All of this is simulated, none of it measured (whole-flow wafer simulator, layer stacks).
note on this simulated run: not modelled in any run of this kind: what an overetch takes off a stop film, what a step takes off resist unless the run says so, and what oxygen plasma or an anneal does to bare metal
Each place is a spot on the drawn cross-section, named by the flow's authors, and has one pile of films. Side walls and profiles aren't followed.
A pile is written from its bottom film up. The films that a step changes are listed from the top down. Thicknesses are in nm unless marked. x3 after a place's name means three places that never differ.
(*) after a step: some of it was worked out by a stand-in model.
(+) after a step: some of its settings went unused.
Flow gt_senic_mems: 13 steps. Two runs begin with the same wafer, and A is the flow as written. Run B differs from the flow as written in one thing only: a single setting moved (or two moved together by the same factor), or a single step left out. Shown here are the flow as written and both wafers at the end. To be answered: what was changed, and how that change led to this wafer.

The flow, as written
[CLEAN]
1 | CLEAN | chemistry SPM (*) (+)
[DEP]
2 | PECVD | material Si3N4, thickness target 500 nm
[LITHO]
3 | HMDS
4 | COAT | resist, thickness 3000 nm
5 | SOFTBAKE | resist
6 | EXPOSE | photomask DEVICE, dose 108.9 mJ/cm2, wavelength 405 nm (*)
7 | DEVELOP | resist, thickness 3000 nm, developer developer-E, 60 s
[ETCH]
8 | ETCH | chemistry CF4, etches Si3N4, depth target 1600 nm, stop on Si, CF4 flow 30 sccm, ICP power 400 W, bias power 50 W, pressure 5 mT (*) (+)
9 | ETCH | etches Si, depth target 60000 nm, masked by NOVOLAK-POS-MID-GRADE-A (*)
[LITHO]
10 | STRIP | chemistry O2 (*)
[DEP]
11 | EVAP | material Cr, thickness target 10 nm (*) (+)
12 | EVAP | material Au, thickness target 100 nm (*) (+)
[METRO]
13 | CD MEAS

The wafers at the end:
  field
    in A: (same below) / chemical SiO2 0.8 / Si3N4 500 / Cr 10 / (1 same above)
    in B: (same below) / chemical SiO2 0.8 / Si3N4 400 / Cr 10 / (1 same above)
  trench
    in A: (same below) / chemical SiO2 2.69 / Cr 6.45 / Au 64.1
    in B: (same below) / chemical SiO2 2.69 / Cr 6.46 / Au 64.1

What caused this: step 2, PECVD: thickness target 400 nm was run, though the flow has thickness target 500 nm.
The wafer itself shows it: field has Si3N4 400, and step 2 as written asks for 500 nm.

Step by step, how the change led to this:
  2 | PECVD | material Si3N4, thickness target 500 nm
      field, trench: A +500 Si3N4 (new film) | B +400 Si3N4 (new film)
  8 | ETCH | chemistry CF4, etches Si3N4, depth target 1600 nm, stop on Si, CF4 flow 30 sccm, ICP power 400 W, bias power 50 W, pressure 5 mT (*) (+)
      field: A -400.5 resist | B -333.9 resist
      trench: A -500 Si3N4 (all of it), -0.8 chemical SiO2 (all of it) | B -400 Si3N4 (all of it), -0.8 chemical SiO2 (all of it)
  10 | STRIP | chemistry O2 (*)
      field: A -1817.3 resist (all of it) | B -1884 resist (all of it)
